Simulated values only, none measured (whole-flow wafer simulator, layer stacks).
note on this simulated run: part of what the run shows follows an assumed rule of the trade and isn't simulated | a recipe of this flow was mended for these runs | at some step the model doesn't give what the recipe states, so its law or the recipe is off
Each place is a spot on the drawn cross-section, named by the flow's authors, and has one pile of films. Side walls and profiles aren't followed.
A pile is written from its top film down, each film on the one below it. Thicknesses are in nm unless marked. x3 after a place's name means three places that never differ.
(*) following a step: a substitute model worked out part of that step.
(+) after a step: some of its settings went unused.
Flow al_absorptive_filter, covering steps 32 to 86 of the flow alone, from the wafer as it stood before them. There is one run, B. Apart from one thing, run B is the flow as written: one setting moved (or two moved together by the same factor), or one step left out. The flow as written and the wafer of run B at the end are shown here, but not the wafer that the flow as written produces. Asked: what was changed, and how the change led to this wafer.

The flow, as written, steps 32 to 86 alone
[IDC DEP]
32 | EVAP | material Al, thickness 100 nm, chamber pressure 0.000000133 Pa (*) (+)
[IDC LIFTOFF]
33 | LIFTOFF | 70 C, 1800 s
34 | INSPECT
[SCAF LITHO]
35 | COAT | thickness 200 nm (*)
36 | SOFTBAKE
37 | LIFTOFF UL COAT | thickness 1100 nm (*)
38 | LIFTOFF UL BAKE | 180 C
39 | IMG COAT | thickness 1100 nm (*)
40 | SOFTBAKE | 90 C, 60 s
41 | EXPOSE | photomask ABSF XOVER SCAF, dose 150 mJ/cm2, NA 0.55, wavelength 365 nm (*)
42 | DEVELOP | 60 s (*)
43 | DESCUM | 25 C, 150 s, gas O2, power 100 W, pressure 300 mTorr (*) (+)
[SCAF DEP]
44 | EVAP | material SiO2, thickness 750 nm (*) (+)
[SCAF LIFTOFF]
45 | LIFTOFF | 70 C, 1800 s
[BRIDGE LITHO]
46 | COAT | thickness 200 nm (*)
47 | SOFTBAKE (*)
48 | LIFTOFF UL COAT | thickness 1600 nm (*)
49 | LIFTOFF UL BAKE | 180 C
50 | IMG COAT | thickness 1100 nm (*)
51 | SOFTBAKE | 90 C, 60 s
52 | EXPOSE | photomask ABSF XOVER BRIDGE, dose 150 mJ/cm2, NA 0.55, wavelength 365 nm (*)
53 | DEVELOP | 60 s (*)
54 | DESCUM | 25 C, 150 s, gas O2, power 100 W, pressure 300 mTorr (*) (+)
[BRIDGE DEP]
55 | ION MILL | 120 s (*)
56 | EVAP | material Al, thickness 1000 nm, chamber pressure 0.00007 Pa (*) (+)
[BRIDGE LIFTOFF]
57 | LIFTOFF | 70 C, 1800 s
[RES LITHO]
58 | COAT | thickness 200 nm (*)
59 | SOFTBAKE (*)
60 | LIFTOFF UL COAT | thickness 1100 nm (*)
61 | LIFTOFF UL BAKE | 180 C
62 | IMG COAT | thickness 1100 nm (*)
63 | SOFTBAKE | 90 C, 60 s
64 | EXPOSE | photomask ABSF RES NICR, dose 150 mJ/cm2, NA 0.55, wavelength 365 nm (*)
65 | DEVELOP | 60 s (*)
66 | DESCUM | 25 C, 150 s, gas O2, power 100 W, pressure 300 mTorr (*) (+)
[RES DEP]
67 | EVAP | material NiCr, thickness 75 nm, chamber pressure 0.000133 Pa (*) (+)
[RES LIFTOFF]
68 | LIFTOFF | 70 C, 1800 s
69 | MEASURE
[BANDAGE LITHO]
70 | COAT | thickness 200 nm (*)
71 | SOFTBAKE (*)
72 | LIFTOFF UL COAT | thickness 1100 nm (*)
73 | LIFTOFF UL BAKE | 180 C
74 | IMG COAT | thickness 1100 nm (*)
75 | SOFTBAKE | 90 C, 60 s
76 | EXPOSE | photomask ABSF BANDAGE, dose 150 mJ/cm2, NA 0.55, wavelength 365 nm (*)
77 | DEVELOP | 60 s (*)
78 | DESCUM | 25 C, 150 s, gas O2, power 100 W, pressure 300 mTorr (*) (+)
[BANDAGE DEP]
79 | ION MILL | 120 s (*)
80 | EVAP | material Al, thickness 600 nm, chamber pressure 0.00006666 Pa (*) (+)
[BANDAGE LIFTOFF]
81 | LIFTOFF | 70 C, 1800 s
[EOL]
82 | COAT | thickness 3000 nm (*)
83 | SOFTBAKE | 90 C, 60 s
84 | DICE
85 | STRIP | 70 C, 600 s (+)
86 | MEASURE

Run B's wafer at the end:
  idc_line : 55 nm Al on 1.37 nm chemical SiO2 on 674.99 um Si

What caused this: step 32, EVAP: thickness 55 nm was run, whereas the flow has thickness 100 nm.
One can read it off the wafer: idc_line has Al 55, and step 32 as written asks for 100 nm.

Step by step, how the change led to this:
  32 | EVAP | material Al, thickness 100 nm, chamber pressure 0.000000133 Pa (*) (+)
      gnd, pad_far, pad_near and 11 more: Al gains 55 (new film) (it would be, as written: Al gains 100 (new film))
  33 | LIFTOFF | 70 C, 1800 s
      gnd, xa_field, xa_margin, xa_strip, xl_land, idc_field, idc_space: Al loses 55 (all of it), e-beam-resist loses 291 (all of it) (it would be, as written: Al loses 100 (all of it), e-beam-resist loses 291 (all of it))
      pad_far: Al loses 55 (all of it), e-beam-resist loses 287 (all of it) (it would be, as written: Al loses 100 (all of it), e-beam-resist loses 287 (all of it))
      (and at 5 other places as well)
  35 | COAT | thickness 200 nm (*)
      idc_line: acrylic-e-beam-resist gains 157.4 (new film) (it would be, as written: acrylic-e-beam-resist gains 125.3 (new film))
      idc_space: acrylic-e-beam-resist gains 214.1 (new film) (it would be, as written: acrylic-e-beam-resist gains 228.2 (new film))
  45 | LIFTOFF | 70 C, 1800 s
      idc_line: SiO2 loses 750 (all of it), i-line-resist loses 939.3 (all of it), lift-off-underlayer loses 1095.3 (all of it), acrylic-e-beam-resist loses 157.4 (all of it) (it would be, as written: SiO2 loses 750 (all of it), i-line-resist loses 939.2 (all of it), lift-off-underlayer loses 1090 (all of it), acrylic-e-beam-resist loses 125.3 (all of it))
      idc_space: SiO2 loses 750 (all of it), i-line-resist loses 939.3 (all of it), lift-off-underlayer loses 1094.4 (all of it), acrylic-e-beam-resist loses 214.1 (all of it) (it would be, as written: SiO2 loses 750 (all of it), i-line-resist loses 939.1 (all of it), lift-off-underlayer loses 1087.8 (all of it), acrylic-e-beam-resist loses 228.2 (all of it))
  46 | COAT | thickness 200 nm (*)
      idc_line: acrylic-e-beam-resist gains 159.6 (new film) (it would be, as written: acrylic-e-beam-resist gains 129.8 (new film))
      idc_space: acrylic-e-beam-resist gains 215 (new film) (it would be, as written: acrylic-e-beam-resist gains 229.8 (new film))
  57 | LIFTOFF | 70 C, 1800 s
      idc_line: Al loses 1000 (all of it), i-line-resist loses 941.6 (all of it), lift-off-underlayer loses 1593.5 (all of it), acrylic-e-beam-resist loses 159.6 (all of it) (it would be, as written: Al loses 1000 (all of it), i-line-resist loses 941.5 (all of it), lift-off-underlayer loses 1586.1 (all of it), acrylic-e-beam-resist loses 129.8 (all of it))
      idc_space: Al loses 1000 (all of it), i-line-resist loses 941.6 (all of it), lift-off-underlayer loses 1593.8 (all of it), acrylic-e-beam-resist loses 215 (all of it) (it would be, as written: Al loses 1000 (all of it), i-line-resist loses 941.5 (all of it), lift-off-underlayer loses 1586.9 (all of it), acrylic-e-beam-resist loses 229.8 (all of it))
  58 | COAT | thickness 200 nm (*)
      idc_line: acrylic-e-beam-resist gains 159.6 (new film) (it would be, as written: acrylic-e-beam-resist gains 129.8 (new film))
      idc_space: acrylic-e-beam-resist gains 215 (new film) (it would be, as written: acrylic-e-beam-resist gains 229.8 (new film))
  68 | LIFTOFF | 70 C, 1800 s
      idc_line: NiCr loses 75 (all of it), i-line-resist loses 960 (all of it), lift-off-underlayer loses 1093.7 (all of it), acrylic-e-beam-resist loses 159.6 (all of it) (it would be, as written: NiCr loses 75 (all of it), i-line-resist loses 959.8 (all of it), lift-off-underlayer loses 1086.6 (all of it), acrylic-e-beam-resist loses 129.8 (all of it))
      idc_space: NiCr loses 75 (all of it), i-line-resist loses 959.9 (all of it), lift-off-underlayer loses 1094.1 (all of it), acrylic-e-beam-resist loses 215 (all of it) (it would be, as written: NiCr loses 75 (all of it), i-line-resist loses 959.8 (all of it), lift-off-underlayer loses 1087.4 (all of it), acrylic-e-beam-resist loses 229.8 (all of it))
  70 | COAT | thickness 200 nm (*)
      idc_line: acrylic-e-beam-resist gains 159.6 (new film) (it would be, as written: acrylic-e-beam-resist gains 129.8 (new film))
      idc_space: acrylic-e-beam-resist gains 215 (new film) (it would be, as written: acrylic-e-beam-resist gains 229.8 (new film))
  81 | LIFTOFF | 70 C, 1800 s
      idc_line: Al loses 600 (all of it), i-line-resist loses 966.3 (all of it), lift-off-underlayer loses 1093.7 (all of it), acrylic-e-beam-resist loses 159.6 (all of it) (it would be, as written: Al loses 600 (all of it), i-line-resist loses 966.1 (all of it), lift-off-underlayer loses 1086.6 (all of it), acrylic-e-beam-resist loses 129.8 (all of it))
      idc_space: Al loses 600 (all of it), i-line-resist loses 966.3 (all of it), lift-off-underlayer loses 1094.1 (all of it), acrylic-e-beam-resist loses 215 (all of it) (it would be, as written: Al loses 600 (all of it), i-line-resist loses 966.1 (all of it), lift-off-underlayer loses 1087.4 (all of it), acrylic-e-beam-resist loses 229.8 (all of it))
